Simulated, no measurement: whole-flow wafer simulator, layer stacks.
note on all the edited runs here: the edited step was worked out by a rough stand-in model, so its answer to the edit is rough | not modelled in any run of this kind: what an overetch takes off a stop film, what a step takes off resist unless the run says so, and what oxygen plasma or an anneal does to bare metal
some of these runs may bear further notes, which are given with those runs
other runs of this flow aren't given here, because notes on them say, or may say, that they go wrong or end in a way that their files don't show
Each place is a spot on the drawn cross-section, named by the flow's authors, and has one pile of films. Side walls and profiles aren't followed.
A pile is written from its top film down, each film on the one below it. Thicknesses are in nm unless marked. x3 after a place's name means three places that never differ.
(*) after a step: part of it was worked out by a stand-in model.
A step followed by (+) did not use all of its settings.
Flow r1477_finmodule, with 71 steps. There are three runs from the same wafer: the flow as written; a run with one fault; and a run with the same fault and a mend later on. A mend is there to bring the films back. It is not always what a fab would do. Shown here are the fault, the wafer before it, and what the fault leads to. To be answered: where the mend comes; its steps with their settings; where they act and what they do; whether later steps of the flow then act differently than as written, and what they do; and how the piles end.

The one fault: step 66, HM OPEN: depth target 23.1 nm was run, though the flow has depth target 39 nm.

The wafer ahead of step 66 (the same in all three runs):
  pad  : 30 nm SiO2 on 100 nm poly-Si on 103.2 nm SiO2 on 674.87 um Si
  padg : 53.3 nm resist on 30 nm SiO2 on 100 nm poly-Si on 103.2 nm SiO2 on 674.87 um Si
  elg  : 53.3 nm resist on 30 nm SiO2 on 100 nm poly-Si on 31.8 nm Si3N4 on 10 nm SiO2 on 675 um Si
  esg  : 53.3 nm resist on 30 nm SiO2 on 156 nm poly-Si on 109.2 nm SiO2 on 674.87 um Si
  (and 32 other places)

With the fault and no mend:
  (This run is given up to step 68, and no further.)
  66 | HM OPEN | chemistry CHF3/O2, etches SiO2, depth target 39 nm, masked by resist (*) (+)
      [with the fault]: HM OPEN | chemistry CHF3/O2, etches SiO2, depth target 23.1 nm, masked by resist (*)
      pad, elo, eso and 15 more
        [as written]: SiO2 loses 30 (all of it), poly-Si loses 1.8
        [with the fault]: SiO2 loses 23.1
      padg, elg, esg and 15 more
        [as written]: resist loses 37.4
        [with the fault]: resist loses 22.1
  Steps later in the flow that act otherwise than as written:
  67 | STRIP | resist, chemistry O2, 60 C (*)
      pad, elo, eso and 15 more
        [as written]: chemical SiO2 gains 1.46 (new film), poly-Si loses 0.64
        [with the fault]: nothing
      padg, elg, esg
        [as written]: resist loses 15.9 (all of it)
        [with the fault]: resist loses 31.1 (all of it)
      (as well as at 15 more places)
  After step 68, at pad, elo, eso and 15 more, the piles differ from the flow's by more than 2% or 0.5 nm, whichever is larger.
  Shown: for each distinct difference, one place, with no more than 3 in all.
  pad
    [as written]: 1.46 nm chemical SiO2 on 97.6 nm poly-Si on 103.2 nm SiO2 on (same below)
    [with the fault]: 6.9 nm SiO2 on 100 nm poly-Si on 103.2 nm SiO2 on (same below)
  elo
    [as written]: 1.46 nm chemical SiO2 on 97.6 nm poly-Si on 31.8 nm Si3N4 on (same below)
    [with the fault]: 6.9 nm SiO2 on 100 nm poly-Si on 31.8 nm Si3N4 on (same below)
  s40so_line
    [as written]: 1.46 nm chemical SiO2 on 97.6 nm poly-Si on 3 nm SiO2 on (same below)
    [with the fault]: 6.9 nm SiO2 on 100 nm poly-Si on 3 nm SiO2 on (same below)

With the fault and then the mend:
  The mend stands after step 67.
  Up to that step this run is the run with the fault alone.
  67a | DEHYDRATE | 150 C, 120 s (the flow's step 59, run once more)
      leaves every film unchanged at each place that is followed
  67b | COAT | resist, thickness 70 nm (*) (the flow's step 60, run once more)
      e40lg, e100lg, e200lg, elo, e40lo, e100lo, e200lo
        resist gains 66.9 (new film)
      s40sg, s45sg, s40so, s45so
        resist gains 91 (new film)
      s40sg_line, s45sg_line, s40so_line, s45so_line
        resist gains 68.5 (new film)
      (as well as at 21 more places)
  67c | SOFTBAKE | 180 C, 180 s (*) (the flow's step 61, run once more)
      leaves every film unchanged at each place that is followed
  67d | EXPOSE | resist, photomask GATE (the flow's step 62, run once more)
      leaves every film unchanged at each place that is followed
  67e | DEVELOP (*) (the flow's step 63, run once more)
      elo, e40lo, e100lo, e200lo
        resist loses 66.9 (all of it)
      eso, e40so
        resist loses 129.5 (all of it)
      s40so, s45so
        resist loses 91 (all of it)
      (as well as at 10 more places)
  67f | DESCUM | chemistry O2, 20 C, 10 s (*) (the flow's step 65, run once more)
      padg, elg, esg and 15 more
        resist loses 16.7
  67g | HM OPEN | chemistry CHF3/O2, etches SiO2, depth target 15.9 nm, masked by resist (*) (+) (the flow's step 66, run once more with other settings)
      pad, elo, eso and 15 more
        SiO2 loses 6.9 (all of it), poly-Si loses 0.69
      padg, elg, esg and 15 more
        resist loses 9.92
  67h | STRIP | resist, chemistry O2, 60 C (*) (the flow's step 67, run once more)
      pad, elo, eso and 15 more
        chemical SiO2 gains 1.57 (new film), poly-Si loses 0.69
      e40lg, e100lg, e200lg
        resist loses 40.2 (all of it)
      elg, esg
        resist loses 43.3 (all of it)
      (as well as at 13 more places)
  None of the later steps of the flow differs from how it acts as written, at any place that is followed, by more than 2% or 0.5 nm, whichever is larger.
  The piles end only slightly different from the flow's at the places that both follow, by no more than 2% or 0.5 nm, whichever is larger.
